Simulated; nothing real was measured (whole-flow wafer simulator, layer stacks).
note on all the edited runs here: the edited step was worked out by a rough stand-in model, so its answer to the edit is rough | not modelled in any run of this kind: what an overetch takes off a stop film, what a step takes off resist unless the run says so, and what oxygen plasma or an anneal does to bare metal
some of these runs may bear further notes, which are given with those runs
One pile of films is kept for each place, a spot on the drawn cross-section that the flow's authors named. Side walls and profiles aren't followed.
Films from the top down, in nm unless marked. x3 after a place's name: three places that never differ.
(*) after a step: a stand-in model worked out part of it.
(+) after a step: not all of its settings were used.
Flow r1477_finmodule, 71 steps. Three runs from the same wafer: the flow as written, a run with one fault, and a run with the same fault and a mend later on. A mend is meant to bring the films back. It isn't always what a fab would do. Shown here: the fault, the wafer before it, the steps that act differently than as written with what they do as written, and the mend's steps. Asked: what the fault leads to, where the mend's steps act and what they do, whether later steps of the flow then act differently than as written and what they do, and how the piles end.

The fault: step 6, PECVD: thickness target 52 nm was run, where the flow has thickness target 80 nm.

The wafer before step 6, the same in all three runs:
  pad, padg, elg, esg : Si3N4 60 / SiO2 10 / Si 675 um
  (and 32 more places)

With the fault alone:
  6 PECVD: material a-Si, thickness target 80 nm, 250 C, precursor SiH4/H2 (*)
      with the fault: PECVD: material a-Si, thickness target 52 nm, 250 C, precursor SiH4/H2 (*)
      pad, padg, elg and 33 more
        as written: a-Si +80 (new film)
        with the fault: a-Si +52 (new film)
  Later steps of the flow that act differently than as written (2 more steps differ only slightly, by at most 2% or 0.5 nm, whichever is larger, and aren't shown):
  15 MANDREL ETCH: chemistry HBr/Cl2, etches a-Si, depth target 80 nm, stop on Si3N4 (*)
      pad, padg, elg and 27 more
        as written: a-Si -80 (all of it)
        with the fault: a-Si -52 (all of it)
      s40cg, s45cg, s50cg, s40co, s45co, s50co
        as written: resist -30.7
        with the fault: resist -29.9
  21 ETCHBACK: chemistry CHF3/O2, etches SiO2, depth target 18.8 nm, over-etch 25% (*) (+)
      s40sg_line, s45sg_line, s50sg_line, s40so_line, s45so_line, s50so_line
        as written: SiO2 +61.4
        with the fault: SiO2 +33.4
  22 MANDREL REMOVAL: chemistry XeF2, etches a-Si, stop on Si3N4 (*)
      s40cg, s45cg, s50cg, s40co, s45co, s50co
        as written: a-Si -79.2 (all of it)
        with the fault: a-Si -51.2 (all of it)
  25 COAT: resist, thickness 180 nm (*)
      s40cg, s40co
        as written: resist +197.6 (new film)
        with the fault: resist +190.6 (new film)
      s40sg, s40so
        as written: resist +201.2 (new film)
        with the fault: resist +194.2 (new film)
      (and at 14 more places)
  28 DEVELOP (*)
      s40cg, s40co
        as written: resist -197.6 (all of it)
        with the fault: resist -190.6 (all of it)
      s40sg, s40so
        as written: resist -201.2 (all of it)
        with the fault: resist -194.2 (all of it)
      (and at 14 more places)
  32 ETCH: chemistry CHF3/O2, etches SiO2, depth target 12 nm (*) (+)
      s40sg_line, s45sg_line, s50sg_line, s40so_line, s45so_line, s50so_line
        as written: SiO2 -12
        with the fault: SiO2 -9.4 (all of it)
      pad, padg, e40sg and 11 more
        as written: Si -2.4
        with the fault: Si -1.88
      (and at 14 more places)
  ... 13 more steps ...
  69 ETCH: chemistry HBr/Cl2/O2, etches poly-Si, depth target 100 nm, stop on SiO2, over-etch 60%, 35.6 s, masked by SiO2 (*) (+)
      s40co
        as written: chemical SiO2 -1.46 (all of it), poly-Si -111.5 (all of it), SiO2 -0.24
        with the fault: chemical SiO2 -1.36 (all of it), poly-Si -134.3 (all of it), SiO2 -0.13
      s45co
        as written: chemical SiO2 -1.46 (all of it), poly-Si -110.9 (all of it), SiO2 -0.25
        with the fault: chemical SiO2 -1.36 (all of it), poly-Si -134.3 (all of it), SiO2 -0.13
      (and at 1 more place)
  At the end the piles differ from the flow's by more than 2% or 0.5 nm, whichever is larger, at pad, padg, elg and 27 more.
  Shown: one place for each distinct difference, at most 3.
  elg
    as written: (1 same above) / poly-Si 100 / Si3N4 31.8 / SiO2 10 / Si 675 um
    with the fault: (1 same above) / poly-Si 100 / SiO2 3 / Si 674.99 um
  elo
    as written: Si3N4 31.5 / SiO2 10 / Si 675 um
    with the fault: SiO2 2.58 / Si 674.99 um
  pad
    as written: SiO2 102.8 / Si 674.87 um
    with the fault: SiO2 81.6 / Si 674.87 um

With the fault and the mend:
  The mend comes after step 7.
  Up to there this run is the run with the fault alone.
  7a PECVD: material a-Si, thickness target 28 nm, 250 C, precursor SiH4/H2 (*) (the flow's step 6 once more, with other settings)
      pad, padg, elg and 33 more
        a-Si +28
  No later step of the flow acts differently than as written at any place that is followed.
  At the end the piles are the same as the flow's at every place that both follow.
